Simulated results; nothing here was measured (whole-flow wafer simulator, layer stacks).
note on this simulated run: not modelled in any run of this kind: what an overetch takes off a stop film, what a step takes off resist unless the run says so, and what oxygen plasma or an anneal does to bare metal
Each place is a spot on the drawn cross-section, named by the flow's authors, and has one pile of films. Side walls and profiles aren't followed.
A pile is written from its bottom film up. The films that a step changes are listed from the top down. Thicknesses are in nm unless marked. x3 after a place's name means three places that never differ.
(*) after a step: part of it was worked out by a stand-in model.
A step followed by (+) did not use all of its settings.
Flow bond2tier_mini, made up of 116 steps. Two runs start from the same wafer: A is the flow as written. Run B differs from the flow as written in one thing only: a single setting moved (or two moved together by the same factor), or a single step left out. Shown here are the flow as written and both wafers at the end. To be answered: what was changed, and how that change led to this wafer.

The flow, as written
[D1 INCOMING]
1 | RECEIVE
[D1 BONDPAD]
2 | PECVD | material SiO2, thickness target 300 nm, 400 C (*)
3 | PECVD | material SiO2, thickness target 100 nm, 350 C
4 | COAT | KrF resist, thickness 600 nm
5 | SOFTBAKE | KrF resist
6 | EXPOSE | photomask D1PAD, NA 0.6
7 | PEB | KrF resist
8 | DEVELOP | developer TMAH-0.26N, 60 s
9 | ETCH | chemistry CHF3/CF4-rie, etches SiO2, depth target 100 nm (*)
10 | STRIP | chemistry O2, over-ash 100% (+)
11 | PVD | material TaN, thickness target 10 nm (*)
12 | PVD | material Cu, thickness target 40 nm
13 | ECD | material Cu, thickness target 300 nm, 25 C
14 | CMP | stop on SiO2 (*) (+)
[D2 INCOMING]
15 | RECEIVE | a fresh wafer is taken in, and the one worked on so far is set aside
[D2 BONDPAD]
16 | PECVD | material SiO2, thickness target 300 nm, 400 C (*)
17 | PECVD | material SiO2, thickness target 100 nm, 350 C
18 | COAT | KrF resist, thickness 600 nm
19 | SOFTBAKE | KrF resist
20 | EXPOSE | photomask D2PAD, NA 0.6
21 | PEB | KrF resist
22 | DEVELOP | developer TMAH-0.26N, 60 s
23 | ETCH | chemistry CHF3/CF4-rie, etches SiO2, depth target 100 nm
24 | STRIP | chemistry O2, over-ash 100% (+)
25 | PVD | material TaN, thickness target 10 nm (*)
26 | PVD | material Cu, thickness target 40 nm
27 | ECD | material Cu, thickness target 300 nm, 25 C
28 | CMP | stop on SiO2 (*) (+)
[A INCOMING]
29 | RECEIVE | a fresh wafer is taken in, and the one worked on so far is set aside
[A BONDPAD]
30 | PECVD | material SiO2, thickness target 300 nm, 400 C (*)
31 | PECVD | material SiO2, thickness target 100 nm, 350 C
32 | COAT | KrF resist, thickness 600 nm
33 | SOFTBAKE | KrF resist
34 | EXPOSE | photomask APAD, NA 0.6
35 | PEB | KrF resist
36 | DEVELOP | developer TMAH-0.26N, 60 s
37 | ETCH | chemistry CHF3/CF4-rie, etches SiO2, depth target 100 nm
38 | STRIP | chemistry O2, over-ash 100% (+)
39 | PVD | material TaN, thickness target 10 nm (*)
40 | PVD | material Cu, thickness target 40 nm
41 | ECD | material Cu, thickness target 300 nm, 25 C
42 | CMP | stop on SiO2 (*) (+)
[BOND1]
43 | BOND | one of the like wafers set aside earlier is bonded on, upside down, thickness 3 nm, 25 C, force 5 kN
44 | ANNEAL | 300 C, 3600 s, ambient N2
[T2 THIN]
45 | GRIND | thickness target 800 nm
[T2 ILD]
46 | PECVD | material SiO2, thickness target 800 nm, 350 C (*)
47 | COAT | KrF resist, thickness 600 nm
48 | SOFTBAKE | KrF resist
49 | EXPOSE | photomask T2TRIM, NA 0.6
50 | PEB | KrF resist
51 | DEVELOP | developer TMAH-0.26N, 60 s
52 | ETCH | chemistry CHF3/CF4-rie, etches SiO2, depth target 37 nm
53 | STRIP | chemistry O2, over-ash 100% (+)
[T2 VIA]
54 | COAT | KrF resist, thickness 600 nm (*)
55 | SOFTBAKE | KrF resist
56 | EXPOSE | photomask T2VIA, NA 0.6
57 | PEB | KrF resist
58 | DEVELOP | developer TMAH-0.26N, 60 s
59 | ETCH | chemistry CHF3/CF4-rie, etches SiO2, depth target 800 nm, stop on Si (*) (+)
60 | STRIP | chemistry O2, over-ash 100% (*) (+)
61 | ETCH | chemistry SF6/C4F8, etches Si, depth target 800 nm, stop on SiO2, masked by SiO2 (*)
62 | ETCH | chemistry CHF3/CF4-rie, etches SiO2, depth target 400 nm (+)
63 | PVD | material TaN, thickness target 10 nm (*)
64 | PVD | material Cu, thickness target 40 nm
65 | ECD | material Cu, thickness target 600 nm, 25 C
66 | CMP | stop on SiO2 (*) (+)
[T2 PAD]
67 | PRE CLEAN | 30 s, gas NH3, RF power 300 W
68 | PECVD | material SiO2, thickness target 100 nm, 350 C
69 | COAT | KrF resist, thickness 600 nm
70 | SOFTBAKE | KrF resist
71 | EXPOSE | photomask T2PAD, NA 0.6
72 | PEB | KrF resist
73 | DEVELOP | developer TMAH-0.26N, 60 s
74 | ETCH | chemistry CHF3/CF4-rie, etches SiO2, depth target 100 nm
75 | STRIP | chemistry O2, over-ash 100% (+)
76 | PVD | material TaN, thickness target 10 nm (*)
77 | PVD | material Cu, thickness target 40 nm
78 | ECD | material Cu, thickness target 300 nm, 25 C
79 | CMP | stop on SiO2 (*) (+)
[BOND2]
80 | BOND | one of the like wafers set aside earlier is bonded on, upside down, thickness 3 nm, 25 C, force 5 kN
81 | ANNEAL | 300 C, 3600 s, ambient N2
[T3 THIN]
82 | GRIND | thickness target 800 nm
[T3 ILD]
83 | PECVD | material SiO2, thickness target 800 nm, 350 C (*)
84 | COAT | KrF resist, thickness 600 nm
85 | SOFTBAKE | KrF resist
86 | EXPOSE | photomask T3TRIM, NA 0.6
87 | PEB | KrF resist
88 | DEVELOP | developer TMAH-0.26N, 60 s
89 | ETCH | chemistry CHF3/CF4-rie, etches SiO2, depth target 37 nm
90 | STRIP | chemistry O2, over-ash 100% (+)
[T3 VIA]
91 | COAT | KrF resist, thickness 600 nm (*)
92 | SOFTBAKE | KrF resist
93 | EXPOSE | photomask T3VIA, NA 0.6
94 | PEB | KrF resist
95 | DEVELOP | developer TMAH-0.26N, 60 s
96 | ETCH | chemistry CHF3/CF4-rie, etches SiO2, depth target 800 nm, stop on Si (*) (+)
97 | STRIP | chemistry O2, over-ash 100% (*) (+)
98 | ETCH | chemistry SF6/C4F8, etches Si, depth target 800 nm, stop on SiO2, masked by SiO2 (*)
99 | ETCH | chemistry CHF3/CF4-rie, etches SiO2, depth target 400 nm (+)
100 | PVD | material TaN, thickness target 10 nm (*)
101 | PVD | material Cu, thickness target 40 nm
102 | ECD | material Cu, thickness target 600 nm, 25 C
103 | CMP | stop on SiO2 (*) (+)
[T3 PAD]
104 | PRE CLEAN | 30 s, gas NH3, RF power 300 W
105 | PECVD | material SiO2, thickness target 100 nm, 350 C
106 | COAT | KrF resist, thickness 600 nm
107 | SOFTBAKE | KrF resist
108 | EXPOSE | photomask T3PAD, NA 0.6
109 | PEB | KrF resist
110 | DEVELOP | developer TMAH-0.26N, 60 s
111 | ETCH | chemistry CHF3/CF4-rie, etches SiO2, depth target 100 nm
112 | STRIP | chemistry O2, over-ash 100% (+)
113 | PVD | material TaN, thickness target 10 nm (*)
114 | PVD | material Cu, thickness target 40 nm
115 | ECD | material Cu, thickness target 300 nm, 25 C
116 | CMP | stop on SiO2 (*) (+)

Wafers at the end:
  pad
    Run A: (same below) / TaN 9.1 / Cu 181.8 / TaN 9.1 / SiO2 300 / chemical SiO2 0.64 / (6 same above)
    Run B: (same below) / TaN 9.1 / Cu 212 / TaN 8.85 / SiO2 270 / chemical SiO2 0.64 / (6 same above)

The reason: step 23, ETCH: depth target 130 nm was run, whereas the flow has depth target 100 nm.

The path from the change to this, step by step:
  23 | ETCH | chemistry CHF3/CF4-rie, etches SiO2, depth target 100 nm
      pad, via: A -100 SiO2 | B -130 SiO2
      field: A -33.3 KrF resist | B -43.3 KrF resist
  26 | PVD | material Cu, thickness target 40 nm
      pad: A +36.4 Cu (new film) | B +35.4 Cu (new film)
  27 | ECD | material Cu, thickness target 300 nm, 25 C
      pad: A +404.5 Cu | B +435.8 Cu
      via: A +400.2 Cu | B +430.4 Cu
  80 | BOND | one of the like wafers set aside earlier is bonded on, upside down, thickness 3 nm, 25 C, force 5 kN
      pad: A +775 um Si (new film), +0.64 chemical SiO2 (new film), +300 SiO2 (new film), +9.1 TaN (new film), +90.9 Cu | B +775 um Si (new film), +0.64 chemical SiO2 (new film), +270 SiO2 (new film), +8.85 TaN (new film), +121.2 Cu
